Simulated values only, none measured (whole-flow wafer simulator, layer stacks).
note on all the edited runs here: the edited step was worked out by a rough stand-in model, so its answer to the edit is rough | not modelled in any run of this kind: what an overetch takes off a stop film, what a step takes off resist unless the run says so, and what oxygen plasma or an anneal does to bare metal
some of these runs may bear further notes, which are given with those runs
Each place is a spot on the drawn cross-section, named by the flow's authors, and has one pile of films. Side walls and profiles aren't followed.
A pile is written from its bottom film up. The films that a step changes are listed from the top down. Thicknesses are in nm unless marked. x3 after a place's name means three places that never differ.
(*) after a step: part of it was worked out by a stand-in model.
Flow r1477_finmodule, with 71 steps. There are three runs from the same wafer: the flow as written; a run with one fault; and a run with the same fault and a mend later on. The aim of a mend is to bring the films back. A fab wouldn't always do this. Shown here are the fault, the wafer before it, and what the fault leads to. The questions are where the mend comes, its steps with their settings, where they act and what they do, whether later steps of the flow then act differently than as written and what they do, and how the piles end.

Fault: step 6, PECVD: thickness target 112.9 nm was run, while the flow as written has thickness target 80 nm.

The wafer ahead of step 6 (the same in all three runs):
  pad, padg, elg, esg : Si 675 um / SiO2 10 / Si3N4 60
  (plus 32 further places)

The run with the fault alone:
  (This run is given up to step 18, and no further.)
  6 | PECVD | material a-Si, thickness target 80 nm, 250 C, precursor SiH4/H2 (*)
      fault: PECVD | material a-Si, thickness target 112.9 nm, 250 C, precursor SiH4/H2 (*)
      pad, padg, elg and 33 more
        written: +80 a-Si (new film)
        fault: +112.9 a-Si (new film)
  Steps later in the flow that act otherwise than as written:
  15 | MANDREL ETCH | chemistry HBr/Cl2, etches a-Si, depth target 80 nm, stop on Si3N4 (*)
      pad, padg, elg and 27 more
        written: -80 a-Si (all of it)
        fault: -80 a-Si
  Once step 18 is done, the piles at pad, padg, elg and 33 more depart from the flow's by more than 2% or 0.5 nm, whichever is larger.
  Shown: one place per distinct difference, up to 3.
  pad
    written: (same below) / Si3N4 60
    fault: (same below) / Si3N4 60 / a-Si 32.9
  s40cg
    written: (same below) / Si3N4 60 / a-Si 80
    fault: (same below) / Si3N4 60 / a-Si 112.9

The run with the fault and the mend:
  The mend stands after step 7.
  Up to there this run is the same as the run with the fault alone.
  7a | ETCH | chemistry tmah, depth target 129.8 nm
      pad, padg, elg and 33 more
        -112.9 a-Si (all of it)
  7b | PECVD | material a-Si, thickness target 80 nm, 250 C, precursor SiH4/H2 (*) (the flow's step 6 again)
      pad, padg, elg and 33 more
        +80 a-Si (new film)
  None of the later steps of the flow acts differently than as written at any place that is followed.
  The piles end the same as the flow's at every place that both follow.
